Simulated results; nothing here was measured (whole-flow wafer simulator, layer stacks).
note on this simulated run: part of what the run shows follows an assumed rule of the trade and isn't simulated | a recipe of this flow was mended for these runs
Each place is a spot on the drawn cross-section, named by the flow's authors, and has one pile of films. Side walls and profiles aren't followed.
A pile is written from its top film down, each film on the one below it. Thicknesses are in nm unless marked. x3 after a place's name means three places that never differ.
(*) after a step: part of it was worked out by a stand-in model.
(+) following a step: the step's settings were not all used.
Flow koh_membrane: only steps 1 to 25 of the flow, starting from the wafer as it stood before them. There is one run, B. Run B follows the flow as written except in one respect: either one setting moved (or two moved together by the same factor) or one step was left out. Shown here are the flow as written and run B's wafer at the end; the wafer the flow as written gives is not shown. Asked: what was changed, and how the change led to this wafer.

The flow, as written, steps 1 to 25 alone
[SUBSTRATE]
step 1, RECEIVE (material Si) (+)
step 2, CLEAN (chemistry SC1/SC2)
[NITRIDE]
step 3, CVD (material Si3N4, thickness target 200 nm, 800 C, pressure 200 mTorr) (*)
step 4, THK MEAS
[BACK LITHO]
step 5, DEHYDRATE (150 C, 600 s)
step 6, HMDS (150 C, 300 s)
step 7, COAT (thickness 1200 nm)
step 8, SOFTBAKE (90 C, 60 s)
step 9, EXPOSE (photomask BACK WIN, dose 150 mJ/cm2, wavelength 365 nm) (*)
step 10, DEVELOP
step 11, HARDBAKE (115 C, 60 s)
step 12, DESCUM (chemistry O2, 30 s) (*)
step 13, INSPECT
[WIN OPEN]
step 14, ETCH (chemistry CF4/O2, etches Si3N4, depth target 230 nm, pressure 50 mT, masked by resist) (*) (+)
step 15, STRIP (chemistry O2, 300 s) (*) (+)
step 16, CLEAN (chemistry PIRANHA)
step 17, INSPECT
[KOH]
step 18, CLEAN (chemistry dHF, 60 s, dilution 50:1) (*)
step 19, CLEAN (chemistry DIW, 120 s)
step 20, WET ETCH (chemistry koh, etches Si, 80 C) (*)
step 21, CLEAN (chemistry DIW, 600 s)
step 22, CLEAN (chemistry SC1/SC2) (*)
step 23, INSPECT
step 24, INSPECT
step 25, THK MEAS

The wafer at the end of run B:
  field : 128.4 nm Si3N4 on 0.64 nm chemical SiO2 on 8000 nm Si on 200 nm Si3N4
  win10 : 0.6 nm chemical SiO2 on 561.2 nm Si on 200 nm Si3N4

The reason: step 3, CVD: thickness target 130 nm was run, though the flow has thickness target 200 nm.

Step by step, how the change led to this:
  step 3, CVD (material Si3N4, thickness target 200 nm, 800 C, pressure 200 mTorr) (*)
      field, win20 x4, win10: +130 Si3N4 (new film) (it would be, as written: +200 Si3N4 (new film))
  step 14, ETCH (chemistry CF4/O2, etches Si3N4, depth target 230 nm, pressure 50 mT, masked by resist) (*) (+)
      win20 x4, win10: -130 Si3N4 (all of it), -0.64 chemical SiO2 (all of it), -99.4 Si (it would be, as written: -200 Si3N4 (all of it), -0.64 chemical SiO2 (all of it), -29.4 Si)
